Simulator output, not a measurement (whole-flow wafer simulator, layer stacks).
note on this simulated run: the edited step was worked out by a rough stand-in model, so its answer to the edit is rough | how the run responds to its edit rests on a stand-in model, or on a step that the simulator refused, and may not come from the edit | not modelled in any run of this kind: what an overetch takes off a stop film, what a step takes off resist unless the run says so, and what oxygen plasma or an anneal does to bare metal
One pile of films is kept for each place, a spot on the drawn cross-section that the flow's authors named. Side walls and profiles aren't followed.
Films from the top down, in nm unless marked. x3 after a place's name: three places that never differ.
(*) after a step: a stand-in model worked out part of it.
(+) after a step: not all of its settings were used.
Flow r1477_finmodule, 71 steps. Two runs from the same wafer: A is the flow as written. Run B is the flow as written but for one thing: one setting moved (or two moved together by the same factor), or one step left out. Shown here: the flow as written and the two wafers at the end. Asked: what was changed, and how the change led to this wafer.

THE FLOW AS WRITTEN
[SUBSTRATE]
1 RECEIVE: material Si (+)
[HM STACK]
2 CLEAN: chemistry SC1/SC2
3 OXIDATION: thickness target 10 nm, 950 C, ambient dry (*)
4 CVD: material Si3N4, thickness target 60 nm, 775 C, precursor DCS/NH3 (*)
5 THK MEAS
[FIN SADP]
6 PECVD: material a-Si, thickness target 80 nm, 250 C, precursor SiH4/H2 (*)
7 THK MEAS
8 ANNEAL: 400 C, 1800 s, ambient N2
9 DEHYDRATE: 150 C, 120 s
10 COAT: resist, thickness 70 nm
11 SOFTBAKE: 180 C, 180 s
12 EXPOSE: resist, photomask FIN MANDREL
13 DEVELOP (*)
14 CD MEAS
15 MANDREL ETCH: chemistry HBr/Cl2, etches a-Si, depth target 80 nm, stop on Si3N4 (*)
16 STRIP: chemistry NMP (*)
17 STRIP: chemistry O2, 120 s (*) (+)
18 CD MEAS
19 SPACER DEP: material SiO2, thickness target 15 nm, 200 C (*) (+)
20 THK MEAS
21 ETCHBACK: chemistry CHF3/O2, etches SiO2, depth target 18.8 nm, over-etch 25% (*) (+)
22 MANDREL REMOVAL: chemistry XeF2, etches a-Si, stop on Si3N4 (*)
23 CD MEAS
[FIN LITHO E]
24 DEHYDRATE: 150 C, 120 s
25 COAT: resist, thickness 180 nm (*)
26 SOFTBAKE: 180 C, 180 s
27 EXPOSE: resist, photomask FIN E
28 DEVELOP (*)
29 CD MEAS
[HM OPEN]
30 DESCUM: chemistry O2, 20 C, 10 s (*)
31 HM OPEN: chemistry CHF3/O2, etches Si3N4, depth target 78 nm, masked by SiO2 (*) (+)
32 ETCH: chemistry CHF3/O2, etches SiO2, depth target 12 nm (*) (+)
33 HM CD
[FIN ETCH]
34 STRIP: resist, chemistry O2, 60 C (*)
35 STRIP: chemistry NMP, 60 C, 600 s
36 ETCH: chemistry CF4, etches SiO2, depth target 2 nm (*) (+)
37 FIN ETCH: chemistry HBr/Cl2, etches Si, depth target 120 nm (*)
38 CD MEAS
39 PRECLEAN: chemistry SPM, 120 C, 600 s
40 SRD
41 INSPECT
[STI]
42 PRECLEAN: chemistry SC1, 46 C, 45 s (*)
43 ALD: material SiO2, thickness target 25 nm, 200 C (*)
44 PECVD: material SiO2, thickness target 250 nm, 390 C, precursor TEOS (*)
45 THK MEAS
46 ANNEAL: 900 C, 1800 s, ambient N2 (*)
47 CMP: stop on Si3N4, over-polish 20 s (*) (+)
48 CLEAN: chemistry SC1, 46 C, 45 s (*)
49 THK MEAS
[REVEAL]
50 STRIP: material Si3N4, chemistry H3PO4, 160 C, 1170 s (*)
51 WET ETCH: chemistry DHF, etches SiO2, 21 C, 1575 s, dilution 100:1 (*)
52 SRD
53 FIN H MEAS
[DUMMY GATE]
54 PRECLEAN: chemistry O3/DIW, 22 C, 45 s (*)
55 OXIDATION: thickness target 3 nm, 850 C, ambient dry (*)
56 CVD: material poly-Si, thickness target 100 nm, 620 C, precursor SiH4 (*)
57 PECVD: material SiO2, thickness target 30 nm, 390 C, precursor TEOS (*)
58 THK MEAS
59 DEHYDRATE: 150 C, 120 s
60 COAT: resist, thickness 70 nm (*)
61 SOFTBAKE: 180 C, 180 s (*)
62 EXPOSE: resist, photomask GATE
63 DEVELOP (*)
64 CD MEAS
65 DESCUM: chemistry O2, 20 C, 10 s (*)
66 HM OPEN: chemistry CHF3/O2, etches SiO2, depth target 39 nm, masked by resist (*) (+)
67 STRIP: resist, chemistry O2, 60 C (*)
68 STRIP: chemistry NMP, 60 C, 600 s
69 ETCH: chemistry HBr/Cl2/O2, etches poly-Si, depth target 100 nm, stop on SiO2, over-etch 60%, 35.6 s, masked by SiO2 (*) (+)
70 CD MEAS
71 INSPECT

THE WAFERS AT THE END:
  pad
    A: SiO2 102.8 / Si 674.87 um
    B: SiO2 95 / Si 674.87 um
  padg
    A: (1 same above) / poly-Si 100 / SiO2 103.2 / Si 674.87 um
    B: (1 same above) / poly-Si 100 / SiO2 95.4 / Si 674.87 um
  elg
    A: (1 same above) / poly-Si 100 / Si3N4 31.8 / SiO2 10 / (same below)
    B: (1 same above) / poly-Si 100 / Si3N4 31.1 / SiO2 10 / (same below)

The cause: step 6, PECVD: thickness target 61.6 nm was run, where the flow has thickness target 80 nm.

How the change led to this, step by step:
  6 PECVD: material a-Si, thickness target 80 nm, 250 C, precursor SiH4/H2 (*)
      pad, padg, elg and 33 more: A a-Si +80 (new film) | B a-Si +61.6 (new film)
  15 MANDREL ETCH: chemistry HBr/Cl2, etches a-Si, depth target 80 nm, stop on Si3N4 (*)
      pad, padg, elg and 27 more: A a-Si -80 (all of it) | B a-Si -61.6 (all of it)
  21 ETCHBACK: chemistry CHF3/O2, etches SiO2, depth target 18.8 nm, over-etch 25% (*) (+)
      s40sg_line, s45sg_line, s50sg_line, s40so_line, s45so_line, s50so_line: A SiO2 +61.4 | B SiO2 +43
  22 MANDREL REMOVAL: chemistry XeF2, etches a-Si, stop on Si3N4 (*)
      s40cg, s45cg, s50cg, s40co, s45co, s50co: A a-Si -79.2 (all of it) | B a-Si -60.8 (all of it)
  25 COAT: resist, thickness 180 nm (*)
      s40cg, s40co: A resist +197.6 (new film) | B resist +193 (new film)
      s40sg, s40so: A resist +201.2 (new film) | B resist +196.6 (new film)
      (and at 14 more places)
  28 DEVELOP (*)
      s40cg, s40co: A resist -197.6 (all of it) | B resist -193 (all of it)
      s40sg, s40so: A resist -201.2 (all of it) | B resist -196.6 (all of it)
      (and at 14 more places)
  37 FIN ETCH: chemistry HBr/Cl2, etches Si, depth target 120 nm (*)
      s40sg_line, s45sg_line, s50sg_line, s40so_line, s45so_line, s50so_line: A SiO2 -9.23 | B SiO2 -5 (all of it), Si3N4 -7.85
  43 ALD: material SiO2, thickness target 25 nm, 200 C (*)
      s40sg_line, s45sg_line, s50sg_line, s40so_line, s45so_line, s50so_line: A SiO2 +25 | B SiO2 +25 (new film)
      s40cg, s45cg, s50cg, s40co, s45co, s50co: A SiO2 +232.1 (new film) | B SiO2 +210.1 (new film)
  47 CMP: stop on Si3N4, over-polish 20 s (*) (+)
      pad, padg, e40sg and 11 more: A SiO2 -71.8 | B SiO2 -79.6
      elg, esg, e40lg and 6 more: A SiO2 -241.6 | B SiO2 -249.5
      (and at 13 more places)
  50 STRIP: material Si3N4, chemistry H3PO4, 160 C, 1170 s (*)
      s40sg_line, s45sg_line, s50sg_line, s40so_line, s45so_line, s50so_line: A Si3N4 -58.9 (all of it), SiO2 -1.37 | B Si3N4 -51 (all of it), SiO2 -1.61
  51 WET ETCH: chemistry DHF, etches SiO2, 21 C, 1575 s, dilution 100:1 (*)
      elg, e40lg, e100lg, e200lg, elo, e40lo, e100lo, e200lo: A SiO2 -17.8 (all of it), Si3N4 -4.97 | B SiO2 -9.99 (all of it), Si3N4 -5.61
  56 CVD: material poly-Si, thickness target 100 nm, 620 C, precursor SiH4 (*)
      s40cg, s40co: A poly-Si +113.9 (new film) | B poly-Si +123.8 (new film)
      s45cg, s45co: A poly-Si +113.4 (new film) | B poly-Si +123.8 (new film)
      (and at 3 more places)
  60 COAT: resist, thickness 70 nm (*)
      e40sg, eso, e40so: A resist +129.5 (new film) | B resist +136.3 (new film)
      e100sg, e100so: A resist +129.4 (new film) | B resist +136.3 (new film)
      (and at 12 more places)
  63 DEVELOP (*)
      eso, e40so: A resist -129.5 (all of it) | B resist -136.3 (all of it)
      e100so: A resist -129.4 (all of it) | B resist -136.3 (all of it)
      (and at 6 more places)
  67 STRIP: resist, chemistry O2, 60 C (*)
      e40sg: A resist -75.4 (all of it) | B resist -82.2 (all of it)
      e100sg: A resist -75.3 (all of it) | B resist -82.2 (all of it)
      (and at 6 more places)
  69 ETCH: chemistry HBr/Cl2/O2, etches poly-Si, depth target 100 nm, stop on SiO2, over-etch 60%, 35.6 s, masked by SiO2 (*) (+)
      s40co: A chemical SiO2 -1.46 (all of it), poly-Si -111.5 (all of it), SiO2 -0.24 | B chemical SiO2 -1.49 (all of it), poly-Si -121.3 (all of it), SiO2 -0.19
      s45co: A chemical SiO2 -1.46 (all of it), poly-Si -110.9 (all of it), SiO2 -0.25 | B chemical SiO2 -1.49 (all of it), poly-Si -121.3 (all of it), SiO2 -0.19
      (and at 1 more place)
